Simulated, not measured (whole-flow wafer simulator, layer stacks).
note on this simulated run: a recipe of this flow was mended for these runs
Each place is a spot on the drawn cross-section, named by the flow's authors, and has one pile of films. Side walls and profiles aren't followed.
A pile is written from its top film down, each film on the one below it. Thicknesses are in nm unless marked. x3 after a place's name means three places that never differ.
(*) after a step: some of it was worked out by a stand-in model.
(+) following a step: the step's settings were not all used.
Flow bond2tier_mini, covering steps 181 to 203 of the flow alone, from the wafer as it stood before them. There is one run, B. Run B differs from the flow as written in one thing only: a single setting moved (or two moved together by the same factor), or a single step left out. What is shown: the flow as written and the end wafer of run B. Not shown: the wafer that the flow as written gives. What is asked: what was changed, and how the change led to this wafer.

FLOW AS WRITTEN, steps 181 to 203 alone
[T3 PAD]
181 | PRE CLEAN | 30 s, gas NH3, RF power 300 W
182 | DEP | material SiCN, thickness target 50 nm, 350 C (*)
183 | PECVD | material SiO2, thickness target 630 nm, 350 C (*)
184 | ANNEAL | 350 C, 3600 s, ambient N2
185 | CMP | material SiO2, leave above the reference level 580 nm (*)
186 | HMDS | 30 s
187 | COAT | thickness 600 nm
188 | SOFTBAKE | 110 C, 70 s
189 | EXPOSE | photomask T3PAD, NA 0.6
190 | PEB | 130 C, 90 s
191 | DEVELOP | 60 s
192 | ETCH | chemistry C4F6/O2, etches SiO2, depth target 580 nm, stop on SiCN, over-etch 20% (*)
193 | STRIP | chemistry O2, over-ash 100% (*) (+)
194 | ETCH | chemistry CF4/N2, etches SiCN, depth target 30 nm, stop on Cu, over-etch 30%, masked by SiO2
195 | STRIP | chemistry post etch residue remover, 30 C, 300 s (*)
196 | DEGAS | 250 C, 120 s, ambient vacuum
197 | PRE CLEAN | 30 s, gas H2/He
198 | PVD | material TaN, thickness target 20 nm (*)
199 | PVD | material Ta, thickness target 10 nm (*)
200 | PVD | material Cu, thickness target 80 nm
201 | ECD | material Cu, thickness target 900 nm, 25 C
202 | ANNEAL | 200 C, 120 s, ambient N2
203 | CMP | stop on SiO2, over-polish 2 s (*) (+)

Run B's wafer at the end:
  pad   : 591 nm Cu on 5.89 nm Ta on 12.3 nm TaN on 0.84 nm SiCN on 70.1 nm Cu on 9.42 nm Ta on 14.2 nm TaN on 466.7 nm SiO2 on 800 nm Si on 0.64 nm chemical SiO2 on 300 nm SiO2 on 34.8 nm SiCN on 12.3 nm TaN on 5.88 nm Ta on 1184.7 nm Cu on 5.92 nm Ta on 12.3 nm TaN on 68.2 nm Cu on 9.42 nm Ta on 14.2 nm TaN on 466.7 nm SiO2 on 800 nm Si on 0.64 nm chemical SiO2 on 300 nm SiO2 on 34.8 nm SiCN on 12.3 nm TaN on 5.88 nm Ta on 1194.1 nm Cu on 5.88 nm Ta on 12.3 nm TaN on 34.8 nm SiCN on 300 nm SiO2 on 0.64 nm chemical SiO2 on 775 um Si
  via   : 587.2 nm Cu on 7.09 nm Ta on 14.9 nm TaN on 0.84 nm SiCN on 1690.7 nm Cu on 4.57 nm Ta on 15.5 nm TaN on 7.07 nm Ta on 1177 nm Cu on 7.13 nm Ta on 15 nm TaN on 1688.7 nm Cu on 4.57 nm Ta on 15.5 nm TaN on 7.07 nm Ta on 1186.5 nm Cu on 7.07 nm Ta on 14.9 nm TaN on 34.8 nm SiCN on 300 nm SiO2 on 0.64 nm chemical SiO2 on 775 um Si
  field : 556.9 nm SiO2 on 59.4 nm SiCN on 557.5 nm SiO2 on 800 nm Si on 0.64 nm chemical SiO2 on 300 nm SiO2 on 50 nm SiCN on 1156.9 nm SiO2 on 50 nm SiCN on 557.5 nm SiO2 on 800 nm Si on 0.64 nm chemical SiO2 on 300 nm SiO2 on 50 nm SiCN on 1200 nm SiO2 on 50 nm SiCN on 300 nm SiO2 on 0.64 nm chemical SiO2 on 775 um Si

The reason: step 182, DEP: thickness target 59.4 nm was run, whereas the flow has thickness target 50 nm.
One can read it off the wafer: field has SiCN 59.4, and step 182 as written asks for 50 nm.

How this came from the change, step by step:
  182 | DEP | material SiCN, thickness target 50 nm, 350 C (*)
      field, pad, via: SiCN gains 59.4 (new film) (in the flow as written it would be: SiCN gains 50 (new film))
  194 | ETCH | chemistry CF4/N2, etches SiCN, depth target 30 nm, stop on Cu, over-etch 30%, masked by SiO2
      pad, via: SiCN loses 39 (in the flow as written it would be: SiCN loses 30.4 (all of it), Cu loses 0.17)
  195 | STRIP | chemistry post etch residue remover, 30 C, 300 s (*)
      pad, via: nothing (in the flow as written it would be: Cu loses 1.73)
If metal films that touch count as one body, pad has 4 bodies (between them, from the top down: SiCN 0.84; SiO2 466.7 / Si 800 / chemical SiO2 0.64 / SiO2 300 / SiCN 34.8; SiO2 466.7 / Si 800 / chemical SiO2 0.64 / SiO2 300 / SiCN 34.8); the flow as written gives 3 bodies (between them, from the top down: SiO2 466.7 / Si 800 / chemical SiO2 0.64 / SiO2 300 / SiCN 34.8; SiO2 466.7 / Si 800 / chemical SiO2 0.64 / SiO2 300 / SiCN 34.8).
If metal films that touch count as one body, via has 2 bodies (between them, from the top down: SiCN 0.84); the flow as written gives 1 body.
